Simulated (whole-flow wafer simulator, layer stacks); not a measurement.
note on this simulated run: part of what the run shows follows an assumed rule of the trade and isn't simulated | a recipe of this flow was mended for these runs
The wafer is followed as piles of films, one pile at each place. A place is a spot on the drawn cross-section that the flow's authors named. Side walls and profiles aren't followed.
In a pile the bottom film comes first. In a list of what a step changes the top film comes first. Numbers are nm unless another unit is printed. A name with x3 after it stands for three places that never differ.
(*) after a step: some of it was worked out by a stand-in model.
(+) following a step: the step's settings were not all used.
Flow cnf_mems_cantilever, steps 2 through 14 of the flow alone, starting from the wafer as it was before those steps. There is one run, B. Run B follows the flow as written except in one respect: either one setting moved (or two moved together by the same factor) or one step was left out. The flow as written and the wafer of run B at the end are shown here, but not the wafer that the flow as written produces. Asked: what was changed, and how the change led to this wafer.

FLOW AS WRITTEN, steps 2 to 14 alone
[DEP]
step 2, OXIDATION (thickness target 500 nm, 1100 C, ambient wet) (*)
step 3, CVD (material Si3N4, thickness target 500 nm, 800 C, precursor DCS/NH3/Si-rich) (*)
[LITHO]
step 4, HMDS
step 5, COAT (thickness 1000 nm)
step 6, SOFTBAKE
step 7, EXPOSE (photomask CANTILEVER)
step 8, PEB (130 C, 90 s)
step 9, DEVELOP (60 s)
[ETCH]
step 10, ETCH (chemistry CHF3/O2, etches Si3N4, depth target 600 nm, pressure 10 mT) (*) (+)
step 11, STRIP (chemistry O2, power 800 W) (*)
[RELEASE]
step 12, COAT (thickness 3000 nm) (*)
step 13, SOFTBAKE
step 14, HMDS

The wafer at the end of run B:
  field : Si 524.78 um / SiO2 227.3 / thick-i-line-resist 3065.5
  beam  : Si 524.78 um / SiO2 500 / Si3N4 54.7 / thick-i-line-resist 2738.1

Cause: step 3, CVD: 680 C was run, though the flow has 800 C.

How this came from the change, step by step:
  step 3, CVD (material Si3N4, thickness target 500 nm, 800 C, precursor DCS/NH3/Si-rich) (*)
      field, beam: Si3N4 gains 54.7 (new film) (it would be, as written: Si3N4 gains 500 (new film))
  step 10, ETCH (chemistry CHF3/O2, etches Si3N4, depth target 600 nm, pressure 10 mT) (*) (+)
      field: Si3N4 loses 54.7 (all of it), SiO2 loses 272.7 (it would be, as written: Si3N4 loses 500 (all of it), SiO2 loses 50)
  step 12, COAT (thickness 3000 nm) (*)
      beam: thick-i-line-resist gains 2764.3 (new film) (it would be, as written: thick-i-line-resist gains 2607.6 (new film))
  step 13, SOFTBAKE
      field: thick-i-line-resist gains 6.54 (it would be, as written: thick-i-line-resist gains 11.9)
      beam: thick-i-line-resist loses 26.1 (it would be, as written: thick-i-line-resist loses 47.6)
